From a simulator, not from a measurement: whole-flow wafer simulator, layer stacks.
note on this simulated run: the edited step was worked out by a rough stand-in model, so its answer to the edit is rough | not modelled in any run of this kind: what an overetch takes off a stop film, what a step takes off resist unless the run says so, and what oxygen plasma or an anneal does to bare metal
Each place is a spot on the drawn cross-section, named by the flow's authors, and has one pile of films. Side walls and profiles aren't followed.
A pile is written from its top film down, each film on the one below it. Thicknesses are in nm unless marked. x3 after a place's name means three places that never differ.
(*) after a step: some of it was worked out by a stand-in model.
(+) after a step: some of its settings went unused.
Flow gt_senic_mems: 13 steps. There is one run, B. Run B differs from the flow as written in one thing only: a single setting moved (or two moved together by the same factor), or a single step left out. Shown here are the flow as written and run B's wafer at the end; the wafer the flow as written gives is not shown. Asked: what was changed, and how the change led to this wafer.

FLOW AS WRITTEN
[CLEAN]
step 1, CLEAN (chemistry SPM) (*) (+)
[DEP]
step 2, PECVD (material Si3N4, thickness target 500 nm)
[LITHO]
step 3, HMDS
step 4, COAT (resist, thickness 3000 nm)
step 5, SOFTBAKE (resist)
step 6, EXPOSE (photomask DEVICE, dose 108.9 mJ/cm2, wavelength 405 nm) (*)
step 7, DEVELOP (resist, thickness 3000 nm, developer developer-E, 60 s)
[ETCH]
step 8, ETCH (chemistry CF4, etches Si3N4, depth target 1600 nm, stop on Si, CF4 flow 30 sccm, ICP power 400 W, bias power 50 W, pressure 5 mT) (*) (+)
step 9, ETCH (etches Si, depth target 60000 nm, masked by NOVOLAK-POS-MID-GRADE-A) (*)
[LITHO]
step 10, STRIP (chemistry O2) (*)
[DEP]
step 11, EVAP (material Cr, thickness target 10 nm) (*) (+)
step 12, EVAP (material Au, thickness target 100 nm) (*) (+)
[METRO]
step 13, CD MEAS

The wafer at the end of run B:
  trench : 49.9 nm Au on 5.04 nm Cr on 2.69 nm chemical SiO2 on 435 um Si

Cause: step 9, ETCH: depth target 90000 nm was run, whereas the flow has depth target 60000 nm.

The path from the change to this, step by step:
  step 9, ETCH (etches Si, depth target 60000 nm, masked by NOVOLAK-POS-MID-GRADE-A) (*)
      field: resist loses 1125 (it would be, as written: resist loses 750)
      trench: Si loses 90 um (it would be, as written: Si loses 60 um)
  step 10, STRIP (chemistry O2) (*)
      field: resist loses 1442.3 (all of it) (it would be, as written: resist loses 1817.3 (all of it))
  step 11, EVAP (material Cr, thickness target 10 nm) (*) (+)
      trench: Cr gains 5.04 (new film) (it would be, as written: Cr gains 6.45 (new film))
  step 12, EVAP (material Au, thickness target 100 nm) (*) (+)
      trench: Au gains 49.9 (new film) (it would be, as written: Au gains 64.1 (new film))
